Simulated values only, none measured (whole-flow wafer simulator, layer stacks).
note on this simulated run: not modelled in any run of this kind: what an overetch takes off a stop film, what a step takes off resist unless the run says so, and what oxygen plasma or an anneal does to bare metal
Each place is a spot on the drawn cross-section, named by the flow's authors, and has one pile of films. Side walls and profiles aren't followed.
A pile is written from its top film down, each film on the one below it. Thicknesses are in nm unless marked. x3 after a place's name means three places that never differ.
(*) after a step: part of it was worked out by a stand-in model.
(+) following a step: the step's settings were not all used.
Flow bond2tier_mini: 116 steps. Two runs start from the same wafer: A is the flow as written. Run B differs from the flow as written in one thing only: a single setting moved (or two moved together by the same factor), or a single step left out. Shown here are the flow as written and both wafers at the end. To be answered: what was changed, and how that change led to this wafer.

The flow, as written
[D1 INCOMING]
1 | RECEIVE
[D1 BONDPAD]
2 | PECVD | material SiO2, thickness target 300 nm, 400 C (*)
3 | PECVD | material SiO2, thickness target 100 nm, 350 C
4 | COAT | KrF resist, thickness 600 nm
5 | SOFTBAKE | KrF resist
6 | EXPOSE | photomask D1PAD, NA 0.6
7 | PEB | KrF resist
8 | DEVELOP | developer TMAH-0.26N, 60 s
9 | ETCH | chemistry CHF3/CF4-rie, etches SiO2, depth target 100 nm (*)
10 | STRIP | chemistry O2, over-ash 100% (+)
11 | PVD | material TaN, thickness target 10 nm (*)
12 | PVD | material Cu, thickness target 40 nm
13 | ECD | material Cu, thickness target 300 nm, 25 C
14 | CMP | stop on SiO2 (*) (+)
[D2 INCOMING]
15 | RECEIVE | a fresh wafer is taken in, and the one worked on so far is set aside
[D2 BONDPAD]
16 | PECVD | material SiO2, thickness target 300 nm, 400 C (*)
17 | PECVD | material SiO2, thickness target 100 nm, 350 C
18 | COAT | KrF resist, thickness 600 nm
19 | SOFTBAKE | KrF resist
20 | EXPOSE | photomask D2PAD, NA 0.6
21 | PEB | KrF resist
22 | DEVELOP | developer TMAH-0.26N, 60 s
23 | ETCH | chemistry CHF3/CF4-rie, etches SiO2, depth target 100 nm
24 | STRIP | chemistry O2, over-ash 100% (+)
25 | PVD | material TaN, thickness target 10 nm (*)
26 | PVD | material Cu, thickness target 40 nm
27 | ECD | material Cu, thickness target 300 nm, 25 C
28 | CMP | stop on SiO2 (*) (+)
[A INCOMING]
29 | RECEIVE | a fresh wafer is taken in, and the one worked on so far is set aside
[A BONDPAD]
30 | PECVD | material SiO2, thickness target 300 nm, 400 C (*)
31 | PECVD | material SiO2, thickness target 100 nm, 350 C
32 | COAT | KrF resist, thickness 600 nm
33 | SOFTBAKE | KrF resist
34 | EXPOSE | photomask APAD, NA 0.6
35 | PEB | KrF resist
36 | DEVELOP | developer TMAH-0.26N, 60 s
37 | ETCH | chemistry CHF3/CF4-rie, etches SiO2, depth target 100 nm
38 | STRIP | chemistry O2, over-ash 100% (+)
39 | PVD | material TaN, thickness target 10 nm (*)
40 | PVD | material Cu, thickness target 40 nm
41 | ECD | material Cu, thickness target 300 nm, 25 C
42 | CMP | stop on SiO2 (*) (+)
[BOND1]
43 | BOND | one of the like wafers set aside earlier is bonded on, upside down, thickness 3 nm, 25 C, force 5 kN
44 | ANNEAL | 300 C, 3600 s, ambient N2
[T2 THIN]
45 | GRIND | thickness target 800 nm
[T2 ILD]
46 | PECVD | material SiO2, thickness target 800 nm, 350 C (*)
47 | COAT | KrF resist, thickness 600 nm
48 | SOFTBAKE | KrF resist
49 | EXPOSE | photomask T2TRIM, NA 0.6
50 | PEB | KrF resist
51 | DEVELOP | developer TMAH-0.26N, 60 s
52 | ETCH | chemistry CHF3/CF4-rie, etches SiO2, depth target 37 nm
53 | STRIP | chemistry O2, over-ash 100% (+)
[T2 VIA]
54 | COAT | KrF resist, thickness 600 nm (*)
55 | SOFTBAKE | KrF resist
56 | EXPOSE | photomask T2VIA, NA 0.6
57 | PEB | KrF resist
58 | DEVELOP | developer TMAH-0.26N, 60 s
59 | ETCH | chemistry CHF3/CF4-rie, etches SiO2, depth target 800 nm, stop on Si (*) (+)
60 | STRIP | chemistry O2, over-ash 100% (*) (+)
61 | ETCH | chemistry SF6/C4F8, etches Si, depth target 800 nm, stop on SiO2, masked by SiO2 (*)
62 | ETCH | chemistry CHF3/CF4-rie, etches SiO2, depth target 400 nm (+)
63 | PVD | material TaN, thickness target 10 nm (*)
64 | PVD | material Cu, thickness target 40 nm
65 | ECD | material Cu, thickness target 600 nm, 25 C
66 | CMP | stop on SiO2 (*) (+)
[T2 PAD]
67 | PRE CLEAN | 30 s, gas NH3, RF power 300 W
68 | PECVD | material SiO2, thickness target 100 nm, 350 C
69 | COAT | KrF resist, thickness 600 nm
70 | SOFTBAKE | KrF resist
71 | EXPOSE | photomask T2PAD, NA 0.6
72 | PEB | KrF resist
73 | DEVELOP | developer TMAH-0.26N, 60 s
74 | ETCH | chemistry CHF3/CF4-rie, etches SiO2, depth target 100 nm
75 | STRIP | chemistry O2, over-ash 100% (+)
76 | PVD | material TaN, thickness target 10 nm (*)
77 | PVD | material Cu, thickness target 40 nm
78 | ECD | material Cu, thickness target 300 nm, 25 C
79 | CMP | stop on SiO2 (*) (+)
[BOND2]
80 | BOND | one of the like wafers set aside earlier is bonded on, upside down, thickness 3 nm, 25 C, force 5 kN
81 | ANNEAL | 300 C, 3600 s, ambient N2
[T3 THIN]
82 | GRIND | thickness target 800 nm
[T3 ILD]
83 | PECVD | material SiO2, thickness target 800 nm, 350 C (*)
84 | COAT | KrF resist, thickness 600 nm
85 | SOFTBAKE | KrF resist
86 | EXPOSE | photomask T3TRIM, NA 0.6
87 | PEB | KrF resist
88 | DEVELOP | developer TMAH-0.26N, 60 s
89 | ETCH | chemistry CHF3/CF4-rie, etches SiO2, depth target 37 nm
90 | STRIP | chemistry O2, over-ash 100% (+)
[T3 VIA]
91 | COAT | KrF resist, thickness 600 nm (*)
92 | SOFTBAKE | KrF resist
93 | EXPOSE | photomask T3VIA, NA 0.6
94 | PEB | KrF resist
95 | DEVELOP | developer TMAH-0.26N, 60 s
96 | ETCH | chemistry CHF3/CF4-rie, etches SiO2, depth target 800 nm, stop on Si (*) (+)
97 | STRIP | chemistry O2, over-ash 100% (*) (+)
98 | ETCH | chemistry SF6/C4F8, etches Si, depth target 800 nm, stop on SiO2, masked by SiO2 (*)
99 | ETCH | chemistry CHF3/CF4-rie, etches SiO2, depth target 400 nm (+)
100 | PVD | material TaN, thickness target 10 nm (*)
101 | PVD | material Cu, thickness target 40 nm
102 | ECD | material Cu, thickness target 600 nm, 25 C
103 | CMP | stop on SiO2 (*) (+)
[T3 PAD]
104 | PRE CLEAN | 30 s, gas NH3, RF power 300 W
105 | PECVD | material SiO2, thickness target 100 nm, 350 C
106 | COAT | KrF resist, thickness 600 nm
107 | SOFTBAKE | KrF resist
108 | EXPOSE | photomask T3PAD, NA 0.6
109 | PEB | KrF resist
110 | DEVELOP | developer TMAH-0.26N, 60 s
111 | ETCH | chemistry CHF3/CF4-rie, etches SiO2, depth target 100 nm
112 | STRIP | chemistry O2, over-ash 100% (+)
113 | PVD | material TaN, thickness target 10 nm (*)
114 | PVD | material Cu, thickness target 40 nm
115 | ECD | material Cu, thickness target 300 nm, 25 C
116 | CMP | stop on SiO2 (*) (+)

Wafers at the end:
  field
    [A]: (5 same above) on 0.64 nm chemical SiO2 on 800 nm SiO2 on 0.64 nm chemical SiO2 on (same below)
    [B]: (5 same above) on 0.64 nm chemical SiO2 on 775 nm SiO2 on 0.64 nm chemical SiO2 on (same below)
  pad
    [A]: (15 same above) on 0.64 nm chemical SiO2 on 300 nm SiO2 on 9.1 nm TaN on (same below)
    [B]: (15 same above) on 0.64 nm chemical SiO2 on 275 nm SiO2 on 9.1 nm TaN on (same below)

What caused this: step 3, PECVD: thickness target 75 nm was run, whereas the flow has thickness target 100 nm.

How this came from the change, step by step:
  3 | PECVD | material SiO2, thickness target 100 nm, 350 C
      field, pad, via: A SiO2 gains 100 | B SiO2 gains 75
  43 | BOND | one of the like wafers set aside earlier is bonded on, upside down, thickness 3 nm, 25 C, force 5 kN
      field: A Si gains 775 um (new film), chemical SiO2 gains 0.64 (new film), SiO2 gains 400 | B Si gains 775 um (new film), chemical SiO2 gains 0.64 (new film), SiO2 gains 375
      pad: A Si gains 775 um (new film), chemical SiO2 gains 0.64 (new film), SiO2 gains 300 (new film), TaN gains 9.1 (new film), Cu gains 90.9 | B Si gains 775 um (new film), chemical SiO2 gains 0.64 (new film), SiO2 gains 275 (new film), TaN gains 9.1 (new film), Cu gains 90.9
      (and at 1 other place as well)
